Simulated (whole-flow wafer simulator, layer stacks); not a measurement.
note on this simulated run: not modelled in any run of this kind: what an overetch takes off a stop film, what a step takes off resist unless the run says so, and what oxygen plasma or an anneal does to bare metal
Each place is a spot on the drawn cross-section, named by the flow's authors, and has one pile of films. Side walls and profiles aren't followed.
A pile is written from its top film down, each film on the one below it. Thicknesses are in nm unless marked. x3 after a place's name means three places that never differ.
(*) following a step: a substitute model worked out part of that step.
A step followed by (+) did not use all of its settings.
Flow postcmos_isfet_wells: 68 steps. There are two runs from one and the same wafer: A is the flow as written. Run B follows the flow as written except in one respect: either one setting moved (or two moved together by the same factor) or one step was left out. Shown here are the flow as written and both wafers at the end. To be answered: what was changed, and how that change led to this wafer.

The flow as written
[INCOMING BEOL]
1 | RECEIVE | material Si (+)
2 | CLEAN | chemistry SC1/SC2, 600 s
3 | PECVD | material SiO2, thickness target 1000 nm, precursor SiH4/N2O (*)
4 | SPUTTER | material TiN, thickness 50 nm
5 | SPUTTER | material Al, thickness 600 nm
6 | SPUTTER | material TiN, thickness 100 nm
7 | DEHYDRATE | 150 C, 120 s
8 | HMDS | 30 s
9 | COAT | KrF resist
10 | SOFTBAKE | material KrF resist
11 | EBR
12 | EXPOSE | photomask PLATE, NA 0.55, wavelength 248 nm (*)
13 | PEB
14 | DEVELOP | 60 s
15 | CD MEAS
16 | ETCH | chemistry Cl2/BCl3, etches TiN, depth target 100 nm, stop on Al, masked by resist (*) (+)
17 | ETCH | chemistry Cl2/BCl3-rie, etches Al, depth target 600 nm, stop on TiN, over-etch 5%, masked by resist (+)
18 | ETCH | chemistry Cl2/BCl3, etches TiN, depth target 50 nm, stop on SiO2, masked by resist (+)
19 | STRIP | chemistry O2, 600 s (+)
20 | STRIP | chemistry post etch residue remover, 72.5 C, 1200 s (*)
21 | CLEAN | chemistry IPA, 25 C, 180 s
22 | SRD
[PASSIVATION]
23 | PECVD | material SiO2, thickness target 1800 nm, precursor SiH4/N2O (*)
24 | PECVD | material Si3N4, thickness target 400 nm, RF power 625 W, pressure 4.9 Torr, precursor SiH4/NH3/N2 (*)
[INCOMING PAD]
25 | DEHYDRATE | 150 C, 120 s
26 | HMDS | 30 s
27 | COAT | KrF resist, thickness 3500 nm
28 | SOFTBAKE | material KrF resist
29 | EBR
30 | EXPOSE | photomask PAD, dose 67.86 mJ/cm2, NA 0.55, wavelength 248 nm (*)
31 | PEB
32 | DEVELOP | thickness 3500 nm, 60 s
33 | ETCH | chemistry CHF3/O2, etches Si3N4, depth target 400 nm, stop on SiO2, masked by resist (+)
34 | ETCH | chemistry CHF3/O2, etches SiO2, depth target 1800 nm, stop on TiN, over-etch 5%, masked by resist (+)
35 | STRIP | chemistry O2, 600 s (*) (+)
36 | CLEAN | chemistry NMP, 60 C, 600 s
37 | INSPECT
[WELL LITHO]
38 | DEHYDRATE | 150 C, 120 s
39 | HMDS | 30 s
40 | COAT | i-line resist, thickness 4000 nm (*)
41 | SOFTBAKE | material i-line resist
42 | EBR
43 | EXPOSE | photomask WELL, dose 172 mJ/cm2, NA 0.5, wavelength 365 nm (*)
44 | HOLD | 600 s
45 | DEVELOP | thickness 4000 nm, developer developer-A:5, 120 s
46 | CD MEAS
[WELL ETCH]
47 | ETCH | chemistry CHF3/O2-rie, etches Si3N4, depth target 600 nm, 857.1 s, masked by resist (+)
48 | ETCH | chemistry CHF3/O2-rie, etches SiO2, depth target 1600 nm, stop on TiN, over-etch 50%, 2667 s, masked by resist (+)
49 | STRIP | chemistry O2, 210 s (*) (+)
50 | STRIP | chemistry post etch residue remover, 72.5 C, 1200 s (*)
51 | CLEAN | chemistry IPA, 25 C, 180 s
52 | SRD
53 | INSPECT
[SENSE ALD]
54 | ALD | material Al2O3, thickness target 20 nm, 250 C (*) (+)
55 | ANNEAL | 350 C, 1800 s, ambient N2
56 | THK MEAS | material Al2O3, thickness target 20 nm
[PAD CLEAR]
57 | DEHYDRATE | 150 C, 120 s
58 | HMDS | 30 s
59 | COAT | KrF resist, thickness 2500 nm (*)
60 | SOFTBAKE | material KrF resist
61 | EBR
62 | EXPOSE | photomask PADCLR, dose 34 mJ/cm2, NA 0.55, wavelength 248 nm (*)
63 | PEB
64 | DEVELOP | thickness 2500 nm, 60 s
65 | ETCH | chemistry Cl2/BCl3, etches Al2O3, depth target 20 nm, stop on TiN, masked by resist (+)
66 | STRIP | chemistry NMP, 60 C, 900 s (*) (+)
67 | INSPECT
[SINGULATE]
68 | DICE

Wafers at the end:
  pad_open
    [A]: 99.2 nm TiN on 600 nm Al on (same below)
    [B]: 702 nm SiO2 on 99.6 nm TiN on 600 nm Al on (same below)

Cause: step 34, ETCH: depth target 1098 nm was run, whereas the flow has depth target 1800 nm.

The path from the change to this, step by step:
  34 | ETCH | chemistry CHF3/O2, etches SiO2, depth target 1800 nm, stop on TiN, over-etch 5%, masked by resist (+)
      pad_open: A SiO2 loses 1800 (all of it) | B SiO2 loses 1098
      field, margin, well900, well1300 x3, pad_rim, pad_clr: A KrF resist loses 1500 | B KrF resist loses 915
  35 | STRIP | chemistry O2, 600 s (*) (+)
      field, margin, well900, well1300 x3, pad_rim, pad_clr: A KrF resist loses 1613.3 (all of it) | B KrF resist loses 2198.3 (all of it)
  40 | COAT | i-line resist, thickness 4000 nm (*)
      pad_clr: A i-line resist gains 3256.8 (new film) | B i-line resist gains 3480.3 (new film)
      pad_open: A i-line resist gains 4804.7 (new film) | B i-line resist gains 4551.5 (new film)
  41 | SOFTBAKE | material i-line resist
      pad_clr: A i-line resist loses 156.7 | B i-line resist loses 91
      pad_open: A i-line resist gains 115.3 | B i-line resist gains 82.3
  49 | STRIP | chemistry O2, 210 s (*) (+)
      pad_clr: A i-line resist loses 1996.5 (all of it) | B i-line resist loses 2285.7 (all of it)
      pad_open: A i-line resist loses 3816.3 (all of it) | B i-line resist loses 3530.1 (all of it)
  59 | COAT | KrF resist, thickness 2500 nm (*)
      pad_rim: A KrF resist gains 1976.4 (new film) | B KrF resist gains 2139.7 (new film)
      pad_clr: A KrF resist gains 1691.6 (new film) | B KrF resist gains 1933.9 (new film)
      (also at 1 further place)
  60 | SOFTBAKE | material KrF resist
      pad_clr: A KrF resist loses 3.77 | B KrF resist loses 2.97
  63 | PEB
      pad_rim: A KrF resist loses 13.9 | B KrF resist loses 15.1
      pad_clr: A KrF resist loses 11.8 | B KrF resist loses 13.6
      (also at 1 further place)
  64 | DEVELOP | thickness 2500 nm, 60 s
      pad_clr: A KrF resist loses 1676 (all of it) | B KrF resist loses 1917.3 (all of it)
      pad_open: A KrF resist loses 3045.1 (all of it) | B KrF resist loses 2866.3 (all of it)
  66 | STRIP | chemistry NMP, 60 C, 900 s (*) (+)
      pad_rim: A KrF resist loses 1923.7 (all of it) | B KrF resist loses 2085.5 (all of it)
